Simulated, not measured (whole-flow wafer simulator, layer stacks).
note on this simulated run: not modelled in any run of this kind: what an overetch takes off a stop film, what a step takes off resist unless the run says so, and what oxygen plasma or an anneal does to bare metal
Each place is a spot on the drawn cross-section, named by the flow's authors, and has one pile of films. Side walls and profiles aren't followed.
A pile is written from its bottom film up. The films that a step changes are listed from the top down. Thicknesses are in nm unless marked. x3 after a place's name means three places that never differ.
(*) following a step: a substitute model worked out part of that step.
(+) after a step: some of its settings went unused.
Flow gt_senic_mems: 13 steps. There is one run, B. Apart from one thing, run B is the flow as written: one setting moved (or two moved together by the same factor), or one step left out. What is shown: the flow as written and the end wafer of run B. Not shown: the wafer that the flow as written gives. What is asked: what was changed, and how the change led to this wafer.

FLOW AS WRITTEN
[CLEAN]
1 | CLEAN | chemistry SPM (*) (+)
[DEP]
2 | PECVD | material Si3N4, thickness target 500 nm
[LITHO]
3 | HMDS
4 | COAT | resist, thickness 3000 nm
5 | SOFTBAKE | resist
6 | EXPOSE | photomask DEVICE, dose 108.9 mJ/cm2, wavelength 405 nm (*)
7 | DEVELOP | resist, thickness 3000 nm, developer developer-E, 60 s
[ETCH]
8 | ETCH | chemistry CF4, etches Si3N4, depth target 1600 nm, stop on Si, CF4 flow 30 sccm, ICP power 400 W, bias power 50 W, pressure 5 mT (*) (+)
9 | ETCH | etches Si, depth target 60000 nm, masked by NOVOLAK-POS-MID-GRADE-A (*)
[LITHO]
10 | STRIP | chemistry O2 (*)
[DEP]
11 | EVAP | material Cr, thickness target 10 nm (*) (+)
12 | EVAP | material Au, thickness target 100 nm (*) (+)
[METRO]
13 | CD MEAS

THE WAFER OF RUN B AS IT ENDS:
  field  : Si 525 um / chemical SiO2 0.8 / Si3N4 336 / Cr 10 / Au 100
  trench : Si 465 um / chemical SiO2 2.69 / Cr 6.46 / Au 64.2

The reason: step 2, PECVD: thickness target 336 nm was run, though the flow has thickness target 500 nm.
One can read it off the wafer: field has Si3N4 336, and step 2 as written asks for 500 nm.

How this came from the change, step by step:
  2 | PECVD | material Si3N4, thickness target 500 nm
      field, trench: Si3N4 gains 336 (new film) (in the flow as written it would be: Si3N4 gains 500 (new film))
  8 | ETCH | chemistry CF4, etches Si3N4, depth target 1600 nm, stop on Si, CF4 flow 30 sccm, ICP power 400 W, bias power 50 W, pressure 5 mT (*) (+)
      field: resist loses 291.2 (in the flow as written it would be: resist loses 400.5)
      trench: Si3N4 loses 336 (all of it), chemical SiO2 loses 0.8 (all of it) (in the flow as written it would be: Si3N4 loses 500 (all of it), chemical SiO2 loses 0.8 (all of it))
  10 | STRIP | chemistry O2 (*)
      field: resist loses 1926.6 (all of it) (in the flow as written it would be: resist loses 1817.3 (all of it))
